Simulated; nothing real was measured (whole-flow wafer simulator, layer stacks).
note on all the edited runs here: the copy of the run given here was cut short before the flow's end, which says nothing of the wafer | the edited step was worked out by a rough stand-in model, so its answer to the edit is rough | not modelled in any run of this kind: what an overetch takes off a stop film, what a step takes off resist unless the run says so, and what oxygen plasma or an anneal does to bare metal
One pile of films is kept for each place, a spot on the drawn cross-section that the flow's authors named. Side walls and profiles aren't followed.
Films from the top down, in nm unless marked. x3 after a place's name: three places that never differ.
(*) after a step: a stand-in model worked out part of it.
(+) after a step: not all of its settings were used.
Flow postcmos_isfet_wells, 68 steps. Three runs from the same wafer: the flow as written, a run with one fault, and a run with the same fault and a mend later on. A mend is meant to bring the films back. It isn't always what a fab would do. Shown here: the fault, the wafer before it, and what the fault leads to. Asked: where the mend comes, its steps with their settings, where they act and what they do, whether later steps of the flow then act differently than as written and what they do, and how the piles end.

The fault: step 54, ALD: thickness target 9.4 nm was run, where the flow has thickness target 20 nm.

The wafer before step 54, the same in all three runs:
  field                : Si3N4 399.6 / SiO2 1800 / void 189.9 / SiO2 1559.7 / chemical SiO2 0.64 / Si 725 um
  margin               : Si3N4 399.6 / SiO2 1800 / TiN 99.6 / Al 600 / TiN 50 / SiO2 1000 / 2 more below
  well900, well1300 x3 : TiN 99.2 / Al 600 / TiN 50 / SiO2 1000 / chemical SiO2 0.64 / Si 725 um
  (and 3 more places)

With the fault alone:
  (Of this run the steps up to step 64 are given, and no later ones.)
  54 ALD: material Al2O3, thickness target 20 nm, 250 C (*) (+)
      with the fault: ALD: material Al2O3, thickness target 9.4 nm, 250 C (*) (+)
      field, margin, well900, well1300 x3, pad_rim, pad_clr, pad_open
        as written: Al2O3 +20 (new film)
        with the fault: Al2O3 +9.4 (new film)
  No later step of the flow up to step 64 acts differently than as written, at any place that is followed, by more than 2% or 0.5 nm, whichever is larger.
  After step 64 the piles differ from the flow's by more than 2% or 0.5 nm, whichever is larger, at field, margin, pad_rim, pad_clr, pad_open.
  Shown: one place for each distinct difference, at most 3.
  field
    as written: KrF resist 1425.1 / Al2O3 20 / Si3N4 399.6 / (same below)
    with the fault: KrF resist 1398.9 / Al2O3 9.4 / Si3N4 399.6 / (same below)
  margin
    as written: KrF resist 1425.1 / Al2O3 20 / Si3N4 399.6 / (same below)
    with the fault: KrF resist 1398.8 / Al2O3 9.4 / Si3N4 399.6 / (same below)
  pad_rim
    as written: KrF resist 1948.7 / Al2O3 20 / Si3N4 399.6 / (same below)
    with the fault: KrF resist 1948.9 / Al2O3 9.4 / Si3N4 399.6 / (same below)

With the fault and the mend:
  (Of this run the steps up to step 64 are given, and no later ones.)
  The mend comes after step 54.
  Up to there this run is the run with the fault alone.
  54a ALD: material Al2O3, thickness target 10.6 nm, 250 C (*) (+) (the flow's step 54 once more, with other settings)
      field, margin, well900, well1300 x3, pad_rim, pad_clr, pad_open
        Al2O3 +10.6
  No later step of the flow up to step 64 acts differently than as written at any place that is followed.
  After step 64 the piles are the same as the flow's at every place that both follow.
